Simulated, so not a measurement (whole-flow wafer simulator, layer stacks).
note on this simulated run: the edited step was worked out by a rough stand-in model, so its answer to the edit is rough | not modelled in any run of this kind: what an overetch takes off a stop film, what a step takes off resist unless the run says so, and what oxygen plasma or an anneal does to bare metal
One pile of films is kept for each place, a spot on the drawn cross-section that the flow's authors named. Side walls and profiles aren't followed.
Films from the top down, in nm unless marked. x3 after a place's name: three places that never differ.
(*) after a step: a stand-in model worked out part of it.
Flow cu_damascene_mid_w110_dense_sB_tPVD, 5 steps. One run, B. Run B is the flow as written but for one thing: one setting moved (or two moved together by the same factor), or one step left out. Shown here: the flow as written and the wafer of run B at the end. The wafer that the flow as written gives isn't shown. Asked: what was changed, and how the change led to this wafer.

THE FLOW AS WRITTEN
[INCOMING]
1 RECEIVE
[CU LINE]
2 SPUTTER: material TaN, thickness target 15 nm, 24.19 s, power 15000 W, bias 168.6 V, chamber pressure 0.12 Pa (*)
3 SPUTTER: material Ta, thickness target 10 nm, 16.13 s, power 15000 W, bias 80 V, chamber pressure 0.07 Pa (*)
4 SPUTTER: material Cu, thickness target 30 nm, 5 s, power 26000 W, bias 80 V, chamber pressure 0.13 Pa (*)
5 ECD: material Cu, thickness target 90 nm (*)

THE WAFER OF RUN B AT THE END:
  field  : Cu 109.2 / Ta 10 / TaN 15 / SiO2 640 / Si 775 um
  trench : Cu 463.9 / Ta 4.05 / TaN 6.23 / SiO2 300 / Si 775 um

The cause: step 4, SPUTTER: power 16640 W was run, where the flow has power 26000 W.

How the change led to this, step by step:
  4 SPUTTER: material Cu, thickness target 30 nm, 5 s, power 26000 W, bias 80 V, chamber pressure 0.13 Pa (*)
      field: Cu +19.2 (new film) (as written it would be: Cu +30 (new film))
      trench: Cu +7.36 (new film) (as written it would be: Cu +12.5 (new film))
